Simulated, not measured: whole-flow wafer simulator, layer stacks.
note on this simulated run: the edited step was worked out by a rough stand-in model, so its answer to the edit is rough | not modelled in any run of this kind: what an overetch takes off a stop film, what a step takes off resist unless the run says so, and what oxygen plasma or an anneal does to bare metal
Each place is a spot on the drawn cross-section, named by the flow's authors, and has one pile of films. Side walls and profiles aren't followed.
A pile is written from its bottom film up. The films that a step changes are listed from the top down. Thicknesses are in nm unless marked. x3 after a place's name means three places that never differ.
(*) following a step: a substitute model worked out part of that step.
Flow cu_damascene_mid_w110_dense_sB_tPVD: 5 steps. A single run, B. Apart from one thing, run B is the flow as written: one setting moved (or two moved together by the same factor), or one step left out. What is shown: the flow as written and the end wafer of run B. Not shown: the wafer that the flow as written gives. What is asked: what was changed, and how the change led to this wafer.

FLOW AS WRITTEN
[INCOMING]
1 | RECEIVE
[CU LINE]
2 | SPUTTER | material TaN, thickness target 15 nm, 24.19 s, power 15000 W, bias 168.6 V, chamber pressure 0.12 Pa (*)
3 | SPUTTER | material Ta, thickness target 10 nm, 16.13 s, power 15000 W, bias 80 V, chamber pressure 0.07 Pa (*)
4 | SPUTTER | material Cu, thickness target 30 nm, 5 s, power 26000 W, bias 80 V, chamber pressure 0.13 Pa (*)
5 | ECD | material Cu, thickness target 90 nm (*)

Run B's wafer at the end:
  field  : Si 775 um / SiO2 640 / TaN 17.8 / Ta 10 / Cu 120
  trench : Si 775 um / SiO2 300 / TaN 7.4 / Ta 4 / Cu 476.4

Cause: step 2, SPUTTER: power 17810 W was run, while the flow as written has power 15000 W.

Step by step, how the change led to this:
  2 | SPUTTER | material TaN, thickness target 15 nm, 24.19 s, power 15000 W, bias 168.6 V, chamber pressure 0.12 Pa (*)
      field: TaN gains 17.8 (new film) (it would be, as written: TaN gains 15 (new film))
      trench: TaN gains 7.4 (new film) (it would be, as written: TaN gains 6.23 (new film))
